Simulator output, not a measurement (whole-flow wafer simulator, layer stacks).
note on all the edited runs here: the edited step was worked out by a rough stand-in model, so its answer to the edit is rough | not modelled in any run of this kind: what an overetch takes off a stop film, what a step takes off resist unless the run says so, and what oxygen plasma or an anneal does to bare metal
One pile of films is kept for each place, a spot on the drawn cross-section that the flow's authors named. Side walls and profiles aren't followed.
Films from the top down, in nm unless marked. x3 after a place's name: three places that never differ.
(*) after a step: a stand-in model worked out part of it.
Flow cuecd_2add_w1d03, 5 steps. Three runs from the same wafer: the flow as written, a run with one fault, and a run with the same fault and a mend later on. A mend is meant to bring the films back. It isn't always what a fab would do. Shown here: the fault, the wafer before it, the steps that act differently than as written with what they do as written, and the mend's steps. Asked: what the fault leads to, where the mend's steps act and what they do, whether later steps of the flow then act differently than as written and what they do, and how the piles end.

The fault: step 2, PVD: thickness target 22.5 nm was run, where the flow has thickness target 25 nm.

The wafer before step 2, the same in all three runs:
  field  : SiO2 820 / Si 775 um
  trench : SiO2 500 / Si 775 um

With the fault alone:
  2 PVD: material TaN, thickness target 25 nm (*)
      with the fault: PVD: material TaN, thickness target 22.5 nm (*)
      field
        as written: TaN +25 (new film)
        with the fault: TaN +22.5 (new film)
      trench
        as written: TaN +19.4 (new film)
        with the fault: TaN +17.4 (new film)
  No later step of the flow acts differently than as written, at any place that is followed, by more than 2% or 0.5 nm, whichever is larger.
  At the end the piles differ from the flow's by more than 2% or 0.5 nm, whichever is larger, at field, trench.
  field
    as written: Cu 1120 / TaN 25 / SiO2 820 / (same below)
    with the fault: Cu 1120 / TaN 22.5 / SiO2 820 / (same below)
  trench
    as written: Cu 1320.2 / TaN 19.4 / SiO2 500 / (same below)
    with the fault: Cu 1319.5 / TaN 17.4 / SiO2 500 / (same below)

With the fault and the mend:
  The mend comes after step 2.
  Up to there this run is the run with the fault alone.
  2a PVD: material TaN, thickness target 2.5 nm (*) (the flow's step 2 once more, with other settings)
      field
        TaN +2.5
      trench
        TaN +1.92
  No later step of the flow acts differently than as written at any place that is followed.
  At the end the piles differ from the flow's only slightly at the places that both follow, by at most 2% or 0.5 nm, whichever is larger.
